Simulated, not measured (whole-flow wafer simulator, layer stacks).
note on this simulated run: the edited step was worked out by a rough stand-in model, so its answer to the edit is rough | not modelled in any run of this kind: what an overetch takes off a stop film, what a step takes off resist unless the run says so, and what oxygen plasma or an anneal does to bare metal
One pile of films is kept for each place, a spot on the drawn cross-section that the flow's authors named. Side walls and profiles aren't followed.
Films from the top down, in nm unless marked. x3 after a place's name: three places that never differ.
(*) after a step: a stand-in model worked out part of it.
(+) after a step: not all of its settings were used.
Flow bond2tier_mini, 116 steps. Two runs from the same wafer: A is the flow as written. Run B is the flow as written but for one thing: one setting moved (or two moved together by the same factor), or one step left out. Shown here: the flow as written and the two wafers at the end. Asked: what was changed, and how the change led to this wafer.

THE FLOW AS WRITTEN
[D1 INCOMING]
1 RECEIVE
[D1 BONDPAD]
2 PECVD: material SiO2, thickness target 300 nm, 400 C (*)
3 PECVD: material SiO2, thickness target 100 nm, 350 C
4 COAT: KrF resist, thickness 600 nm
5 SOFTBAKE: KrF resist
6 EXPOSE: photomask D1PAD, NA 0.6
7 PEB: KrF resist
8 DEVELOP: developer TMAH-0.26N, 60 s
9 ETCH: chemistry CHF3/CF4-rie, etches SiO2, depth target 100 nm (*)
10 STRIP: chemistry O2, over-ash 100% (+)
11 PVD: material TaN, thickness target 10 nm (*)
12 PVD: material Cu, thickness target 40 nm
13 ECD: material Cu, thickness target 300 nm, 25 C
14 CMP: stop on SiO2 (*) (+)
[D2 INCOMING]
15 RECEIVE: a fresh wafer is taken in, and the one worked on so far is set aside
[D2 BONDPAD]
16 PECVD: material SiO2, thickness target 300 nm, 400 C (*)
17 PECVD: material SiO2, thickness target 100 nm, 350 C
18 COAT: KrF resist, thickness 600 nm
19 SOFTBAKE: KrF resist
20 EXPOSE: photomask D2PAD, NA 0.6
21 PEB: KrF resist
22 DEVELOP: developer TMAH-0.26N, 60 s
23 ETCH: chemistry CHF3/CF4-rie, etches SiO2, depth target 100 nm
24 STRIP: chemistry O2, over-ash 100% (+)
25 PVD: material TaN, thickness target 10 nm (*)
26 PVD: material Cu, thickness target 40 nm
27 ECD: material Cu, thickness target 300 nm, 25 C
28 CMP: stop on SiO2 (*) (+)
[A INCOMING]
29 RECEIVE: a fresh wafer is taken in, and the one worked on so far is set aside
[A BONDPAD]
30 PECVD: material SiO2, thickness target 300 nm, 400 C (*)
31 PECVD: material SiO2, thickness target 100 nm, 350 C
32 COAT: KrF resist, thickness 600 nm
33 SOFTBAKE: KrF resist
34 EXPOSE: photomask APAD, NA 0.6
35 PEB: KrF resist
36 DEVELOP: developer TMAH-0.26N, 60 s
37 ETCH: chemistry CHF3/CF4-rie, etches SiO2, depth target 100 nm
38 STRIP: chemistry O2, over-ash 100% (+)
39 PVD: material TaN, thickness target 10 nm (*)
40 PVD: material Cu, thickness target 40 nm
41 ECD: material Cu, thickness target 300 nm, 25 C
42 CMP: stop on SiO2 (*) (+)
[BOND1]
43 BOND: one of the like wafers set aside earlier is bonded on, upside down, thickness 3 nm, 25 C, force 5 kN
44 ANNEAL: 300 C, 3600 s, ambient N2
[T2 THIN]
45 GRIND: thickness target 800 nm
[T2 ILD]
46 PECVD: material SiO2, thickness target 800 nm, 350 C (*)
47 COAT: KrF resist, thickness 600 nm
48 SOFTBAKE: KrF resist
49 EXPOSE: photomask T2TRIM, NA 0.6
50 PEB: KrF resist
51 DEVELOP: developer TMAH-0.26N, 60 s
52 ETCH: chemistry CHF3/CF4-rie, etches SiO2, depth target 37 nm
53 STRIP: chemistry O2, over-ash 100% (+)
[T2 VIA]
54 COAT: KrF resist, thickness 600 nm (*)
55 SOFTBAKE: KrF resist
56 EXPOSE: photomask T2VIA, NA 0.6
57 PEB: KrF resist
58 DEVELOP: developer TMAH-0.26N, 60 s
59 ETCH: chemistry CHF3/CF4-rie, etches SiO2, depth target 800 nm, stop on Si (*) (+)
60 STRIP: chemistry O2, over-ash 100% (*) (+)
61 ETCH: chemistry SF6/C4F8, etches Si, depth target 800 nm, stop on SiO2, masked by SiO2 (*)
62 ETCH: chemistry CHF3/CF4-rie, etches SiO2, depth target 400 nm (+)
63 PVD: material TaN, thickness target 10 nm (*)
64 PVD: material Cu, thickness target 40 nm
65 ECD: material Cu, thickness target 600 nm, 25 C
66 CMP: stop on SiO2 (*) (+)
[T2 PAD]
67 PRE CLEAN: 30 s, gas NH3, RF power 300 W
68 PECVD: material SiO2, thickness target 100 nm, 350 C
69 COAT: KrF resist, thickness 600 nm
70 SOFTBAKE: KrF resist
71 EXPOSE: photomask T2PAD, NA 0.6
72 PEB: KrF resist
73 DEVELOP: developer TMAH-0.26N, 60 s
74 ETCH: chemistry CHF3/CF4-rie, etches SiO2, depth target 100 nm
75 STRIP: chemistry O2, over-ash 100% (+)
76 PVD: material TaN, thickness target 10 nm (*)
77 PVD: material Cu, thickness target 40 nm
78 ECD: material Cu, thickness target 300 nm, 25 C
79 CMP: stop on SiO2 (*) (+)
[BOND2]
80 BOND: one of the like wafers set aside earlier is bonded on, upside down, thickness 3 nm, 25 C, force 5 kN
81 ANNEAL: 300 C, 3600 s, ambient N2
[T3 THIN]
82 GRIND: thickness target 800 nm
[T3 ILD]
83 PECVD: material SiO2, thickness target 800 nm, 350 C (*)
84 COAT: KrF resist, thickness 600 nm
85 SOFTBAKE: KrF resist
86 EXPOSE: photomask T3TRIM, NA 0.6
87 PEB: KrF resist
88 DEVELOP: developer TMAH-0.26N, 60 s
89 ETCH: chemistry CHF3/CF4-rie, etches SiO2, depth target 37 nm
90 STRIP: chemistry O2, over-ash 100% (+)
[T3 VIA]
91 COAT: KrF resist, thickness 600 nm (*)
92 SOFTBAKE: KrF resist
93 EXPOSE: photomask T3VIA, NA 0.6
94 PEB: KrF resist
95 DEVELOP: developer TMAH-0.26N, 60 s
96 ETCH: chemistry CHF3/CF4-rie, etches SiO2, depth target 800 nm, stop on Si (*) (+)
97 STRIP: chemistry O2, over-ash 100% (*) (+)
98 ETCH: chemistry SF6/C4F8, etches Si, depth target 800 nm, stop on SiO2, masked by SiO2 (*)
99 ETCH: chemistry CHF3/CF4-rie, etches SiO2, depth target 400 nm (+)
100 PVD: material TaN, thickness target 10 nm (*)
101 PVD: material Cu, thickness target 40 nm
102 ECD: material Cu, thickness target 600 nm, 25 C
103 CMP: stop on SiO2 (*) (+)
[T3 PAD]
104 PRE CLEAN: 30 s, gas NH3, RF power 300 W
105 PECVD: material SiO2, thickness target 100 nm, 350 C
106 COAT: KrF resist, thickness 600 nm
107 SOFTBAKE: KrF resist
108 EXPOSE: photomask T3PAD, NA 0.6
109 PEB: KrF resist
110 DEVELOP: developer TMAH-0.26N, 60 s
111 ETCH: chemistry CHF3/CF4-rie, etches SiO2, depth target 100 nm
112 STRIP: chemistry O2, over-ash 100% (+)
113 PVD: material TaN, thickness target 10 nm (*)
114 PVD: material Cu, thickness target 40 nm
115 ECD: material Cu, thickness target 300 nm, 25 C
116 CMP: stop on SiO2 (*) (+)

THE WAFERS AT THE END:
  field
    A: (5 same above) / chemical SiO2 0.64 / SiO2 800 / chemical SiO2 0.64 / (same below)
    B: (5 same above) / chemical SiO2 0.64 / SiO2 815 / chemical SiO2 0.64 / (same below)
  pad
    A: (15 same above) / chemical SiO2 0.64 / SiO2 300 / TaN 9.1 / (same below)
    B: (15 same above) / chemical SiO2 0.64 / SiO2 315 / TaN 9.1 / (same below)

The cause: step 2, PECVD: thickness target 315 nm was run, where the flow has thickness target 300 nm.
It can be read off the wafer: pad has SiO2 315, and step 2 as written asks for 300 nm.

How the change led to this, step by step:
  2 PECVD: material SiO2, thickness target 300 nm, 400 C (*)
      field, pad, via: A SiO2 +300 (new film) | B SiO2 +315 (new film)
  43 BOND: one of the like wafers set aside earlier is bonded on, upside down, thickness 3 nm, 25 C, force 5 kN
      field: A Si +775 um (new film), chemical SiO2 +0.64 (new film), SiO2 +400 | B Si +775 um (new film), chemical SiO2 +0.64 (new film), SiO2 +415
      pad: A Si +775 um (new film), chemical SiO2 +0.64 (new film), SiO2 +300 (new film), TaN +9.1 (new film), Cu +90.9 | B Si +775 um (new film), chemical SiO2 +0.64 (new film), SiO2 +315 (new film), TaN +9.1 (new film), Cu +90.9
      (and at 1 more place)
